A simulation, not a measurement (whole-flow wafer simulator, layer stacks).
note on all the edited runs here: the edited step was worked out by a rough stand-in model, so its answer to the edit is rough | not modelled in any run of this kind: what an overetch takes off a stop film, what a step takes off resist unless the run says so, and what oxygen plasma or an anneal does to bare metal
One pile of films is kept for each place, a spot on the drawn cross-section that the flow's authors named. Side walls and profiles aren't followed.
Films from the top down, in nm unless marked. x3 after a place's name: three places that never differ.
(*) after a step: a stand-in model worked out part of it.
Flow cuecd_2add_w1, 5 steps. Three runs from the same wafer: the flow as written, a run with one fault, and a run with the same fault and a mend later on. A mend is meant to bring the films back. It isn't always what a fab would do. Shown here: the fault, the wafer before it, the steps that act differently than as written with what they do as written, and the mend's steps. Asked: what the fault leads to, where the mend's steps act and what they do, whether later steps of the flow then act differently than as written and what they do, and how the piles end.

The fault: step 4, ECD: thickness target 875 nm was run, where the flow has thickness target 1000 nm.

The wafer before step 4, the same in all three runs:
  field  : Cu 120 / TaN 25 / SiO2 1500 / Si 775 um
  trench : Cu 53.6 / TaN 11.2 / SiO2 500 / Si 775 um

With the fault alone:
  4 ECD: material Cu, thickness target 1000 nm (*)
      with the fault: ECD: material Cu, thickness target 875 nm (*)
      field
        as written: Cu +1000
        with the fault: Cu +875
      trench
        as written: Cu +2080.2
        with the fault: Cu +1955.2
  No later step of the flow acts differently than as written at any place that is followed.
  At the end the piles differ from the flow's by more than 2% or 0.5 nm, whichever is larger, at field, trench.
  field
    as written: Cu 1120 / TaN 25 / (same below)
    with the fault: Cu 995 / TaN 25 / (same below)
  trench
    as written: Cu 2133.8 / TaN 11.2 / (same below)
    with the fault: Cu 2008.8 / TaN 11.2 / (same below)

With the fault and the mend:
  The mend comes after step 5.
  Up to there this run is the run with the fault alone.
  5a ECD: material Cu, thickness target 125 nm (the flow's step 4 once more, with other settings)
      field, trench
        Cu +125
  No later step of the flow acts differently than as written at any place that is followed.
  At the end the piles are the same as the flow's at every place that both follow.
